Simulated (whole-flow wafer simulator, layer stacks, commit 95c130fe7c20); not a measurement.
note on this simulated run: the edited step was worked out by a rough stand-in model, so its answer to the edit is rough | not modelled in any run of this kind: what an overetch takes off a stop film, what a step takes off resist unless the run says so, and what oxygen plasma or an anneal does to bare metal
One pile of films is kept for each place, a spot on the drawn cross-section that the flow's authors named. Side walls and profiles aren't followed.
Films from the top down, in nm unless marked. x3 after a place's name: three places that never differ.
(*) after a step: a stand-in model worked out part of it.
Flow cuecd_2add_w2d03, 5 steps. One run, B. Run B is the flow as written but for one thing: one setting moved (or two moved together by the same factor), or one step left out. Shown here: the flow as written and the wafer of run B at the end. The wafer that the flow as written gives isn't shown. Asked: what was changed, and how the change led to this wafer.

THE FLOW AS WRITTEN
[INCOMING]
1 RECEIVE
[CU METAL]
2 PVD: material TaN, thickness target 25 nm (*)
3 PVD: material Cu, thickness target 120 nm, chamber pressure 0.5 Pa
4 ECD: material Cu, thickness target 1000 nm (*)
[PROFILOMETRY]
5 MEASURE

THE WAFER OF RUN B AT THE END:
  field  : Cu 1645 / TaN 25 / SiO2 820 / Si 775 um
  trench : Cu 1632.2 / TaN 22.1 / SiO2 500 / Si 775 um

The cause: step 4, ECD: thickness target 1525 nm was run, where the flow has thickness target 1000 nm.

How the change led to this, step by step:
  4 ECD: material Cu, thickness target 1000 nm (*)
      field, trench: Cu +1525 (as written it would be: Cu +1000)
